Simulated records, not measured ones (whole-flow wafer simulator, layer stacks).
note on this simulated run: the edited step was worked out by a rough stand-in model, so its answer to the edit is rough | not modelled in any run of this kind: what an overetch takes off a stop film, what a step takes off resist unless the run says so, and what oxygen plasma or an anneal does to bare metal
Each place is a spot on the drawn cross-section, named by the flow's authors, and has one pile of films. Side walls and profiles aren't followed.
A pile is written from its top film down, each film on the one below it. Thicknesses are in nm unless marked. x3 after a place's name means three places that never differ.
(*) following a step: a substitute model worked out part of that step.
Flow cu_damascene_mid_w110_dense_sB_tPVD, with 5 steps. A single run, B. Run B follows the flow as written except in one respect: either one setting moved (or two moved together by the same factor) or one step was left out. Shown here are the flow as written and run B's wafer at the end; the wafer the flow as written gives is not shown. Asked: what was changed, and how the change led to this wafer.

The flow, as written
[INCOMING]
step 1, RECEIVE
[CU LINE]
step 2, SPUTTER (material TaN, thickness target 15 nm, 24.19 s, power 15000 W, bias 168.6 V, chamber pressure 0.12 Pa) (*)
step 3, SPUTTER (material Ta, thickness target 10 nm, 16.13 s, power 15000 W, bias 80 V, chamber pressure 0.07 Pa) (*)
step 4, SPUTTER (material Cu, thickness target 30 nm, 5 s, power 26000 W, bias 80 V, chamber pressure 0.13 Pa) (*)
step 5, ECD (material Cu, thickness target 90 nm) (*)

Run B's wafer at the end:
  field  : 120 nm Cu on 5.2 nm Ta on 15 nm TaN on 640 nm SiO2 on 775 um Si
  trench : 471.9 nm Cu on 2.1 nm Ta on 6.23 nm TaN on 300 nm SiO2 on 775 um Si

Cause: step 3, SPUTTER: thickness target 5.2 nm was run, though the flow has thickness target 10 nm; step 3, SPUTTER: 8.47 s was run, where the flow has 16.13 s.
The wafer lets one read it off: field has Ta 5.2, and step 3 as written asks for 10 nm.

Step by step, how the change led to this:
  step 3, SPUTTER (material Ta, thickness target 10 nm, 16.13 s, power 15000 W, bias 80 V, chamber pressure 0.07 Pa) (*)
      field: Ta gains 5.2 (new film) (in the flow as written it would be: Ta gains 10 (new film))
      trench: Ta gains 2.1 (new film) (in the flow as written it would be: Ta gains 4.05 (new film))
